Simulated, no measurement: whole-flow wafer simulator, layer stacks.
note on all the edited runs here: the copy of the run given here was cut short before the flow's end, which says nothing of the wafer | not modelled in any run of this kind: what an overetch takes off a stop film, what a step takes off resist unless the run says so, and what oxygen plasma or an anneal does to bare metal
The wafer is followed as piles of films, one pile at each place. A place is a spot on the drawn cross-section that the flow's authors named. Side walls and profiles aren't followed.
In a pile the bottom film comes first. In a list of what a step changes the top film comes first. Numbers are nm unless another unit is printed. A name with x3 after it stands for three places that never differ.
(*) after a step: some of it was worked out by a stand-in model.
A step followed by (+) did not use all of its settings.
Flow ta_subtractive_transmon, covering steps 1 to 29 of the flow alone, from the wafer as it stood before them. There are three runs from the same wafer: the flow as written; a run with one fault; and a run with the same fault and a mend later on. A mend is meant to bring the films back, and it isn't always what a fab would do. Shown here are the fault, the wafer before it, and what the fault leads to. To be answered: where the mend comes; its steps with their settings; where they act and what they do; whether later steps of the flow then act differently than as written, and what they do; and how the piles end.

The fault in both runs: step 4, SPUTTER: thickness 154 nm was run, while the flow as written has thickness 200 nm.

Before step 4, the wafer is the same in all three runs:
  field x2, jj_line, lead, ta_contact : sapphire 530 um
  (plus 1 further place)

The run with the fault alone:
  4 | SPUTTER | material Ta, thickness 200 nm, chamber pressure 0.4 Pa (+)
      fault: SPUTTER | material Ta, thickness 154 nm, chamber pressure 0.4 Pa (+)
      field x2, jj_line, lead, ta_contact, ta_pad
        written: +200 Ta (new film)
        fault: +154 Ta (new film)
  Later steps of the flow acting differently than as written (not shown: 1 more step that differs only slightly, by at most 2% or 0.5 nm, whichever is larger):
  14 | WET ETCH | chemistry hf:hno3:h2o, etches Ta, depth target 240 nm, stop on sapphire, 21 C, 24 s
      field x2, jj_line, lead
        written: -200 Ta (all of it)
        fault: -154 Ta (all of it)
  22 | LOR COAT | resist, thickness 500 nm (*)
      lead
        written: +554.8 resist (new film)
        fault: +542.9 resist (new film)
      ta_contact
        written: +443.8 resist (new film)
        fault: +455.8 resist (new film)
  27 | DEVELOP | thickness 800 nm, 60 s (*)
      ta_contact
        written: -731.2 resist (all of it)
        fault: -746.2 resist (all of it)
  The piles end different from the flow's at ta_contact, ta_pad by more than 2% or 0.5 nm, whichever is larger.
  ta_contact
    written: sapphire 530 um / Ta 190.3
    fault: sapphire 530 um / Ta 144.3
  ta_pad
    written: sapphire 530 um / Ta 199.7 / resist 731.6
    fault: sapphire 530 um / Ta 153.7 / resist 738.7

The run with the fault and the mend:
  The mend stands after step 5.
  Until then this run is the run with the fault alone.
  5a | SPUTTER | material Ta, thickness 46 nm, chamber pressure 0.4 Pa (+) (the flow's step 4, run once more with other settings)
      field x2, jj_line, lead, ta_contact, ta_pad
        +46 Ta
  None of the later steps of the flow acts differently than as written at any place that is followed.
  By the end, the piles equal the flow's at every place that both follow.
